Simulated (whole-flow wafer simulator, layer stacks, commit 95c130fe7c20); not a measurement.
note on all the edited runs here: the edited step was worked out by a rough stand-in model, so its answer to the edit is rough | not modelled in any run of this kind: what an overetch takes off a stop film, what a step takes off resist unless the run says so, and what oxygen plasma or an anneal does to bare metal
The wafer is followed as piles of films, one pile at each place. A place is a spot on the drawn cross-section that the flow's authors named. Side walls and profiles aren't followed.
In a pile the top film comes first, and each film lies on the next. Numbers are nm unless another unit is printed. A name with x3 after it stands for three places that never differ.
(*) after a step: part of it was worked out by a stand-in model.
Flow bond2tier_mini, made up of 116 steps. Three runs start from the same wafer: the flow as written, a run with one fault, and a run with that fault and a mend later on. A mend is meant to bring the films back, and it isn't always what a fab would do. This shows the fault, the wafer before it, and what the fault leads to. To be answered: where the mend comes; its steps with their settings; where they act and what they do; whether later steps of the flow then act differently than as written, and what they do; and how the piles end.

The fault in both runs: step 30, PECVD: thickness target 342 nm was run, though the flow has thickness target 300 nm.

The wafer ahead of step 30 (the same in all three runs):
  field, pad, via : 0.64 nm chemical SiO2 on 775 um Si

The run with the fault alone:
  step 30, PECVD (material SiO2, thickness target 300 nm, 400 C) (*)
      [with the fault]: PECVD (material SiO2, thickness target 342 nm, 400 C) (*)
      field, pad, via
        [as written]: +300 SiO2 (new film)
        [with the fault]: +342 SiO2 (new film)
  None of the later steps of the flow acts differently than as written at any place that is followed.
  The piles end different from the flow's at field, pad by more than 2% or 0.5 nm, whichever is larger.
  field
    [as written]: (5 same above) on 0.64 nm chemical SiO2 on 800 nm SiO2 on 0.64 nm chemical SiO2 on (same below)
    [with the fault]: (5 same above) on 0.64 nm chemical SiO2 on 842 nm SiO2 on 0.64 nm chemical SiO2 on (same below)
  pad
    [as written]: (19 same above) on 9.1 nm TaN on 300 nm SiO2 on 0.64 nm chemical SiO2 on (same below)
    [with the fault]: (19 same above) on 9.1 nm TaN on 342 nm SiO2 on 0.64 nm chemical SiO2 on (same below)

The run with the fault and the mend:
  After step 30 comes the mend.
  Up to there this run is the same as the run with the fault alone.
  step 30a, ETCH (chemistry CHF3/CF4-rie, etches SiO2, depth target 42 nm) (the flow's step 9 again, with other settings)
      field, pad, via
        -42 SiO2
  None of the later steps of the flow acts differently than as written at any place that is followed.
  At every place that both follow, the piles at the end match the flow's.
